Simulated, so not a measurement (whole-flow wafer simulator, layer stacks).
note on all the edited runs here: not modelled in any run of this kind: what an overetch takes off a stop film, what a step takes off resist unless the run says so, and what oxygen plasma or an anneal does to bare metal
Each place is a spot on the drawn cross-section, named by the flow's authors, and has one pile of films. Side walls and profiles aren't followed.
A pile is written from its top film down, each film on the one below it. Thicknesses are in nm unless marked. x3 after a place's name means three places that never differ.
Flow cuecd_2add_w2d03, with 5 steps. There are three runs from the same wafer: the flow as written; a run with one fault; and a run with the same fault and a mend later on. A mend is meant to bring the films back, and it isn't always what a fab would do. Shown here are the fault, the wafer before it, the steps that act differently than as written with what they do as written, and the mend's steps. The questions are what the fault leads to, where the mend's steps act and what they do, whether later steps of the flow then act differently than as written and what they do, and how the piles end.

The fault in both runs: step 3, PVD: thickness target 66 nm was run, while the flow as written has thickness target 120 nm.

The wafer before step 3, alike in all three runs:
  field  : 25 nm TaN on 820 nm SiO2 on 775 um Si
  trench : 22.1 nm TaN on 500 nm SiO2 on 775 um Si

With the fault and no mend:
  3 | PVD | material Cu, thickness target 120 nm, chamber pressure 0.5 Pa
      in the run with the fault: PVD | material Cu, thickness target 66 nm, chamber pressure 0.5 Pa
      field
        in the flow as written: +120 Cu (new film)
        in the run with the fault: +66 Cu (new film)
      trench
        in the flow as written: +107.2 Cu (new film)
        in the run with the fault: +58.9 Cu (new film)
  Later steps of the flow that are run all act as written at every place that is followed.
  The piles end different from the flow's at field, trench by more than 2% or 0.5 nm, whichever is larger.
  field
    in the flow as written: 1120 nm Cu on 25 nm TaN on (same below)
    in the run with the fault: 1066 nm Cu on 25 nm TaN on (same below)
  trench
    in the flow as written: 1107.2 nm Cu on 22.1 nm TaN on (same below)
    in the run with the fault: 1058.9 nm Cu on 22.1 nm TaN on (same below)

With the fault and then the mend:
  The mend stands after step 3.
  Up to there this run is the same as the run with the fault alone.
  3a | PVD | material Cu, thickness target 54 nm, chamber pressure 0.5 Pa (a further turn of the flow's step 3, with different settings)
      field
        +54 Cu
      trench
        +47.8 Cu
  Later steps of the flow that are run all act as written at every place that is followed.
  When the end is reached, the piles differ only a little from the flow's at the places that both follow, at most by 2% or 0.5 nm, whichever is larger.
